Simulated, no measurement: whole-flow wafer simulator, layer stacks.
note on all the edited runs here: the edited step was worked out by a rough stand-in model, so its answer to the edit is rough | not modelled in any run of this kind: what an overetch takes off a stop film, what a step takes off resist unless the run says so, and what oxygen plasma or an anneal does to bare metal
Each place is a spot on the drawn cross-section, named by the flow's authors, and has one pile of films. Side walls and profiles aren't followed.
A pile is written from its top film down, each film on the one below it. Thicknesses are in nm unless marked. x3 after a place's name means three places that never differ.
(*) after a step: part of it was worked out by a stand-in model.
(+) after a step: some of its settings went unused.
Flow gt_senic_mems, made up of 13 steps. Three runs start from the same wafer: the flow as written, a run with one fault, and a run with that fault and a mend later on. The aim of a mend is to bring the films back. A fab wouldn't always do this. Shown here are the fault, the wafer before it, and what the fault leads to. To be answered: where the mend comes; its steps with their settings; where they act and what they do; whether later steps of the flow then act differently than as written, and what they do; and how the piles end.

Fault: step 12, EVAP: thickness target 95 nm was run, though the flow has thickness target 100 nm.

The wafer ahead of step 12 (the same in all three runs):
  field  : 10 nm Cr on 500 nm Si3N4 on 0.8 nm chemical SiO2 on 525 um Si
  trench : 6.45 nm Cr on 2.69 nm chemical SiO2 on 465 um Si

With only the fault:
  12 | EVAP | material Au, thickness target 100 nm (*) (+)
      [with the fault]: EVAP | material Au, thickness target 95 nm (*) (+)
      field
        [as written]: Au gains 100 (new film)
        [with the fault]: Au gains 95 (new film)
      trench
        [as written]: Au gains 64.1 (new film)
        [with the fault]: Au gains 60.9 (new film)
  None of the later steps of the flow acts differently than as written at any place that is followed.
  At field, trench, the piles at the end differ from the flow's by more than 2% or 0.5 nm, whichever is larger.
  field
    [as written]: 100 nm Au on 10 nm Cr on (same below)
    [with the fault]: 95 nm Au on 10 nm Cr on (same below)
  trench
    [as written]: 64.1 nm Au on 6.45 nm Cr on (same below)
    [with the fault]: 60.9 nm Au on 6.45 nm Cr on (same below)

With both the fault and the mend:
  The mend stands after step 13.
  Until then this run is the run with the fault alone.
  13a | EVAP | material Au, thickness target 5 nm (*) (+) (the flow's step 12 again, with other settings)
      field
        Au gains 5
      trench
        Au gains 3.23
  None of the later steps of the flow acts differently than as written at any place that is followed.
  By the end, the piles equal the flow's at every place that both follow.
